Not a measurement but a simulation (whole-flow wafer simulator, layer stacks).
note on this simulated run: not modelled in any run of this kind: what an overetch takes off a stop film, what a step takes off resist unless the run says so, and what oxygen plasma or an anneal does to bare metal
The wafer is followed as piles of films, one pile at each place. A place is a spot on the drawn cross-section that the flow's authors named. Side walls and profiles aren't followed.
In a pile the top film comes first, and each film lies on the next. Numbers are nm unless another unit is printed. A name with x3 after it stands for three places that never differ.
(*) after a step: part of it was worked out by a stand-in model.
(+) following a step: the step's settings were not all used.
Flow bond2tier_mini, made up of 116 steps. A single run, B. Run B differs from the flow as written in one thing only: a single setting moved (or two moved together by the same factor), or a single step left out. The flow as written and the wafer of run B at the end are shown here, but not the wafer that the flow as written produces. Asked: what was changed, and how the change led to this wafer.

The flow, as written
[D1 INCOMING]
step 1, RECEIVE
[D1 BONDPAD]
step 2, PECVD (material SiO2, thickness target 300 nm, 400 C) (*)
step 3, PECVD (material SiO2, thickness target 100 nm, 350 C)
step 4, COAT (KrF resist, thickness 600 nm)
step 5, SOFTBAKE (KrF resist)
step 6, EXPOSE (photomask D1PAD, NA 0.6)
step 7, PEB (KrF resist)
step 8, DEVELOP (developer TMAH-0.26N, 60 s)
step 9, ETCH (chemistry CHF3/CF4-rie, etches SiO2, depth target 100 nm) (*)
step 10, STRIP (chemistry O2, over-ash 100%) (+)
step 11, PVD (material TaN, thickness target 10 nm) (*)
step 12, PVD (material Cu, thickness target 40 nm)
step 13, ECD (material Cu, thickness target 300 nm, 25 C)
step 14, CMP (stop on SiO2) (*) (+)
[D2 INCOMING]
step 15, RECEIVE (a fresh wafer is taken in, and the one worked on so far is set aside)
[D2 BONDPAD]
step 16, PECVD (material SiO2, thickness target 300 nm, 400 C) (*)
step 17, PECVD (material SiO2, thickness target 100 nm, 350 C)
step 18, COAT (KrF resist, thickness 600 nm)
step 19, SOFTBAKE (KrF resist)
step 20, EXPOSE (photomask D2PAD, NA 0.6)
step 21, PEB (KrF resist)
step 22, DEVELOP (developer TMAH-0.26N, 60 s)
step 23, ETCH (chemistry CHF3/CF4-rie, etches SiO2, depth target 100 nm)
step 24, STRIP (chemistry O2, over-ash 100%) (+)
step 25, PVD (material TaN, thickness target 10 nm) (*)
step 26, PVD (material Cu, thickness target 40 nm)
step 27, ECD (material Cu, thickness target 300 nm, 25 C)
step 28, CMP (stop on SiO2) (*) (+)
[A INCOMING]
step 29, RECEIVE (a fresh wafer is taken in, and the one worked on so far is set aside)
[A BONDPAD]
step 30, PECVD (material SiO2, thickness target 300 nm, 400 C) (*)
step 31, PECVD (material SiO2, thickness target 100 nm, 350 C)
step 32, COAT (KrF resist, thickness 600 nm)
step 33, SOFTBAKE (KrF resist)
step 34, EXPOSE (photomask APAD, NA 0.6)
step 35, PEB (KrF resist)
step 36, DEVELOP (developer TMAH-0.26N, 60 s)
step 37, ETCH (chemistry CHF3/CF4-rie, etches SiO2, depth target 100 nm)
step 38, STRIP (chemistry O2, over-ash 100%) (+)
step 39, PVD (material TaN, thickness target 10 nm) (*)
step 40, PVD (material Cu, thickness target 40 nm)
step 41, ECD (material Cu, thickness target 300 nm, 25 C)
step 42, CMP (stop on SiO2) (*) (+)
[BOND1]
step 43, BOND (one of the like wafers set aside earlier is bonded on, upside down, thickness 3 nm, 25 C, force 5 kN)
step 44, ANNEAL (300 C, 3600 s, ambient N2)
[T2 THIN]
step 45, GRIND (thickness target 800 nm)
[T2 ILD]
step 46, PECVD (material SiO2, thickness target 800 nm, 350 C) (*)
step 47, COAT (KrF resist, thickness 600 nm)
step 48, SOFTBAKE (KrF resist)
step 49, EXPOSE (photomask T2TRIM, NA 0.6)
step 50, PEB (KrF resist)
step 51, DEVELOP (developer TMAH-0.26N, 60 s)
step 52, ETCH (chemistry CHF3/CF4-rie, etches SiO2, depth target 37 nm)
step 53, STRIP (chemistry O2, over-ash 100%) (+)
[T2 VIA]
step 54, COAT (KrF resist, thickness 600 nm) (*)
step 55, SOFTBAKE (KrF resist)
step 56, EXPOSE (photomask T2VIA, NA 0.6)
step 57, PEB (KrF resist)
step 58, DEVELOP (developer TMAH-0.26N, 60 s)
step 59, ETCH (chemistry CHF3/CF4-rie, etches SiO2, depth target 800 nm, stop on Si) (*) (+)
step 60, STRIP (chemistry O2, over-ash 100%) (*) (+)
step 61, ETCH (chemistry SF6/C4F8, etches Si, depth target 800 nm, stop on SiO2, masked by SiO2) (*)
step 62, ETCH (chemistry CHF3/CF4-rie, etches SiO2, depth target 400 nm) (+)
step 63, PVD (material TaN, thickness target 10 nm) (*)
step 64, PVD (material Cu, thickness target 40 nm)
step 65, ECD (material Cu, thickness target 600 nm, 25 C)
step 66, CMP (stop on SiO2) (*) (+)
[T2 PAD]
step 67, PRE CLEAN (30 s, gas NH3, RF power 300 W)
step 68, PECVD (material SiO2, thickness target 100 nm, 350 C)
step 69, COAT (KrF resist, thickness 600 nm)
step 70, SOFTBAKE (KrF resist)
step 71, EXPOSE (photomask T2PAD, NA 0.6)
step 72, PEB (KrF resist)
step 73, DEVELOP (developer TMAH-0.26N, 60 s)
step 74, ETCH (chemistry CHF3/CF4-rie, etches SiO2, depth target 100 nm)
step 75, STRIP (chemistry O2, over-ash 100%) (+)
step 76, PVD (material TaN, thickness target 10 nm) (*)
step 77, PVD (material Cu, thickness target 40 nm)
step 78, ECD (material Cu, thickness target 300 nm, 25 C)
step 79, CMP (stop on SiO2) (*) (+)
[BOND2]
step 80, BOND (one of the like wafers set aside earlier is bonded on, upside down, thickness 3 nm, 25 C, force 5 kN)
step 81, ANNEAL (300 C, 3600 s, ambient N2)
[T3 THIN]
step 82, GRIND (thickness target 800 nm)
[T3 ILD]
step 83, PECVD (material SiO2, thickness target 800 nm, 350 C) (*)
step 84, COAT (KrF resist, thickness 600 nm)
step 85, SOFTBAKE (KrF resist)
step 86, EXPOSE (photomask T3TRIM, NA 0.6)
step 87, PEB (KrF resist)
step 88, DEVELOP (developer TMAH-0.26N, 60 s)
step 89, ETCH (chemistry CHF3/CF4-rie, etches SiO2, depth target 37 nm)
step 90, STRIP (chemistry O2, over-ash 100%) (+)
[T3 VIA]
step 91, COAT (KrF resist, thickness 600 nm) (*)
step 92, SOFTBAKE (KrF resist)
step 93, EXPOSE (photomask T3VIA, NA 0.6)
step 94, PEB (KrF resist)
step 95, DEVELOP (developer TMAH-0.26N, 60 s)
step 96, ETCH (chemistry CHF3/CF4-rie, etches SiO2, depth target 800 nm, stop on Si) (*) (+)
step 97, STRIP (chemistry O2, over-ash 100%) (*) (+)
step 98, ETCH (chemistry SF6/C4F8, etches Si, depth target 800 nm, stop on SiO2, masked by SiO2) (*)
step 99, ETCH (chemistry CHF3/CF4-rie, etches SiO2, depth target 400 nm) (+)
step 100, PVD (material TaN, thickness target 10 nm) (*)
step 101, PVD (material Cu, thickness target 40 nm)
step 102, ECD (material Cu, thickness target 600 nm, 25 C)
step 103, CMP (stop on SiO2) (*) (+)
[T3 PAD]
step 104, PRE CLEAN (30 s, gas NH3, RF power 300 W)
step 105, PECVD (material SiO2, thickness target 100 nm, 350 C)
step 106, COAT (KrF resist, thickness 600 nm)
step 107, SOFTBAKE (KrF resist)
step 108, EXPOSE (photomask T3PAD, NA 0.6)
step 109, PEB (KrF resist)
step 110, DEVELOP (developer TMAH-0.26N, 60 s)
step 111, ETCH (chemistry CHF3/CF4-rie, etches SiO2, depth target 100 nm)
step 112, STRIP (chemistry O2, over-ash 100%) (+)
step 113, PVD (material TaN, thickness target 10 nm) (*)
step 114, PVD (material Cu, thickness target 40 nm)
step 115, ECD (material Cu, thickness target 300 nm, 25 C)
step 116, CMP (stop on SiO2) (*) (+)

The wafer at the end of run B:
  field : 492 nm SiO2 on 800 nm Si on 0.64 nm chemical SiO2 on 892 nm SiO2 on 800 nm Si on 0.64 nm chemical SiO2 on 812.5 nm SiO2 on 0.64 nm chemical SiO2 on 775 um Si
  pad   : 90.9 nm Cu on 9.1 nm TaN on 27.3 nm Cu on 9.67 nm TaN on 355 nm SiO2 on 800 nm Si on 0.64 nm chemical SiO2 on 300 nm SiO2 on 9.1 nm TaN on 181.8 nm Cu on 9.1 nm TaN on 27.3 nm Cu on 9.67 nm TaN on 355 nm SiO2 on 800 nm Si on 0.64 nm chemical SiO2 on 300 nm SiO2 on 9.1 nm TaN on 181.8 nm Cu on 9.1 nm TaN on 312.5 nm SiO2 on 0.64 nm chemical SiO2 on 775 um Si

What caused this: step 31, PECVD: thickness target 112.5 nm was run, whereas the flow has thickness target 100 nm.

The path from the change to this, step by step:
  step 31, PECVD (material SiO2, thickness target 100 nm, 350 C)
      field, pad, via: SiO2 gains 112.5 (in the flow as written it would be: SiO2 gains 100)
